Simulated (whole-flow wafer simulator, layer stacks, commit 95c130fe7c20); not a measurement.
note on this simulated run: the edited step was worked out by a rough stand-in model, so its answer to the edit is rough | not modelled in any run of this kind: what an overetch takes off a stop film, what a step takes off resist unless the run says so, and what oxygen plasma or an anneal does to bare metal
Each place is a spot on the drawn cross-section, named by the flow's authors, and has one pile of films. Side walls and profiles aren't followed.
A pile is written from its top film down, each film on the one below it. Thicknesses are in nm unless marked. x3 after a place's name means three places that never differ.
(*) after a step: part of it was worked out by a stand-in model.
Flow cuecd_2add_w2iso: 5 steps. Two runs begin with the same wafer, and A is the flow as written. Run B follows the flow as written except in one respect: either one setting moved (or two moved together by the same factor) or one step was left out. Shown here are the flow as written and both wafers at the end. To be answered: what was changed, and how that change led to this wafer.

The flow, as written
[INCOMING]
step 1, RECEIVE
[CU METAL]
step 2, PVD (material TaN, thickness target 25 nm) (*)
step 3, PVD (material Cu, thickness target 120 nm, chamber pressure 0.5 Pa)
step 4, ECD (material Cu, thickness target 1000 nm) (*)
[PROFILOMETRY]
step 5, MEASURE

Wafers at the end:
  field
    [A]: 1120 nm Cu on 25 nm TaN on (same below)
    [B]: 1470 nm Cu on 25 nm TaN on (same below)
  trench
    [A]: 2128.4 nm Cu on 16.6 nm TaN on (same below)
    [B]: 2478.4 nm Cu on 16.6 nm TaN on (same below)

What caused this: step 4, ECD: thickness target 1350 nm was run, while the flow as written has thickness target 1000 nm.

Step by step, how the change led to this:
  step 4, ECD (material Cu, thickness target 1000 nm) (*)
      field: A +1000 Cu | B +1350 Cu
      trench: A +2047.6 Cu | B +2397.6 Cu
